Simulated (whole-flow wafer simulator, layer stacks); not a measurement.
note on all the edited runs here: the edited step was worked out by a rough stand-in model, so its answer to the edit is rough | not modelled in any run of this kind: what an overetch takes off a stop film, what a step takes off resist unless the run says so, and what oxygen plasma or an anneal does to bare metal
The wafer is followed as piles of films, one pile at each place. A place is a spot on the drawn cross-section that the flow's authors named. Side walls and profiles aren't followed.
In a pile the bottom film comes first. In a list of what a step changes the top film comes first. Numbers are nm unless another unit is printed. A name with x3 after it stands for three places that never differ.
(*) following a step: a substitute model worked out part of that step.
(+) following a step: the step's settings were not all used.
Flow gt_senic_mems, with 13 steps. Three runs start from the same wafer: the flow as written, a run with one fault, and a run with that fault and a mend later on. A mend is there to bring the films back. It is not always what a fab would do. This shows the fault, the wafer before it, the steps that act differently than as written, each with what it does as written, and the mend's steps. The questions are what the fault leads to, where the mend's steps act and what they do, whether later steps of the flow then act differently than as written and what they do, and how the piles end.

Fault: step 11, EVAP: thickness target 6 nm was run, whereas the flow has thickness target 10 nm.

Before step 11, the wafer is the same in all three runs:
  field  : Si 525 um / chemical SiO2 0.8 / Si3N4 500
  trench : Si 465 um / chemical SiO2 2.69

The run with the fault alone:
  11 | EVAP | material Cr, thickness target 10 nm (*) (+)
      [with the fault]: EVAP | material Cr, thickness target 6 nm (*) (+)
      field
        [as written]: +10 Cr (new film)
        [with the fault]: +6 Cr (new film)
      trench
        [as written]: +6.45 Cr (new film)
        [with the fault]: +3.88 Cr (new film)
  Every later step of the flow that is run acts as written at every place that is followed.
  At field, trench, the piles at the end differ from the flow's by more than 2% or 0.5 nm, whichever is larger.
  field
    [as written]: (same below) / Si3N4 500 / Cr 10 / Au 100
    [with the fault]: (same below) / Si3N4 500 / Cr 6 / Au 100
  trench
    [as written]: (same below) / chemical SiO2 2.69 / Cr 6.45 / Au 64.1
    [with the fault]: (same below) / chemical SiO2 2.69 / Cr 3.88 / Au 64.1

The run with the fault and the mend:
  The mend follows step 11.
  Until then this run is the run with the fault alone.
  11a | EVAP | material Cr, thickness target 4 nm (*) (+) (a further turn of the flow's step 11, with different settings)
      field
        +4 Cr
      trench
        +2.58 Cr
  Every later step of the flow that is run acts as written at every place that is followed.
  When the end is reached, the piles differ only a little from the flow's at the places that both follow, at most by 2% or 0.5 nm, whichever is larger.
